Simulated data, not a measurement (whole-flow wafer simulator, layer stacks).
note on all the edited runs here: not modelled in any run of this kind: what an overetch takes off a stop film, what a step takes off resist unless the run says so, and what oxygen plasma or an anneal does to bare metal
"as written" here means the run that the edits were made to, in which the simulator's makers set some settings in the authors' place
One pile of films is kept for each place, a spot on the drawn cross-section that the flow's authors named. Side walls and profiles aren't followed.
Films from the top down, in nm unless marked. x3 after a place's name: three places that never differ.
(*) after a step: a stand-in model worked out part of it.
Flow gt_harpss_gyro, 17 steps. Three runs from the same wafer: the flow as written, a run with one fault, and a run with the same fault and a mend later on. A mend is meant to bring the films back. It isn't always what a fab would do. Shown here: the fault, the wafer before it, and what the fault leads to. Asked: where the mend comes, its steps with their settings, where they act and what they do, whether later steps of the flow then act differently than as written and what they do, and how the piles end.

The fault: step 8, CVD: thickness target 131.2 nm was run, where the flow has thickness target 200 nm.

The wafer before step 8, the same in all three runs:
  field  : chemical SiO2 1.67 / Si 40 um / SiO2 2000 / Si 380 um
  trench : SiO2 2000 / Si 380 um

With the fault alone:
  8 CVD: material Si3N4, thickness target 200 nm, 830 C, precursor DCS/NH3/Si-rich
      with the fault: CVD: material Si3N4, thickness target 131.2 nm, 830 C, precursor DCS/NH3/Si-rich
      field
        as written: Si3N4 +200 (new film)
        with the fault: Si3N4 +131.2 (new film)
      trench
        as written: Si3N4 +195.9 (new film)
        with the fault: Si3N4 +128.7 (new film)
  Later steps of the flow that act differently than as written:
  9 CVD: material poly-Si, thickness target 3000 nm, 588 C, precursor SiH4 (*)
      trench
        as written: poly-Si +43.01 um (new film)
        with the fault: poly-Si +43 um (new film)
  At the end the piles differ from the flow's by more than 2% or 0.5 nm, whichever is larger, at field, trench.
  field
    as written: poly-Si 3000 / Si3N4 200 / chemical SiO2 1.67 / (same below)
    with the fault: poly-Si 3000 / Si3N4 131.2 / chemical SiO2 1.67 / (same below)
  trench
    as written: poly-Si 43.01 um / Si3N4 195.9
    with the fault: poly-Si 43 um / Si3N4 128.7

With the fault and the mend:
  The mend comes after step 8.
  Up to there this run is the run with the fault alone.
  8a ETCH: chemistry h3po4, depth target 151 nm
      field
        Si3N4 -131.2 (all of it)
      trench
        Si3N4 -128.7 (all of it)
  8b CLEAN: chemistry SPM (the flow's step 1 once more)
      changes no film at any place that is followed
  8c CVD: material Si3N4, thickness target 200 nm, 830 C, precursor DCS/NH3/Si-rich (the flow's step 8 once more)
      field
        Si3N4 +200 (new film)
      trench
        Si3N4 +195.9 (new film)
  No later step of the flow acts differently than as written at any place that is followed.
  At the end the piles are the same as the flow's at every place that both follow.
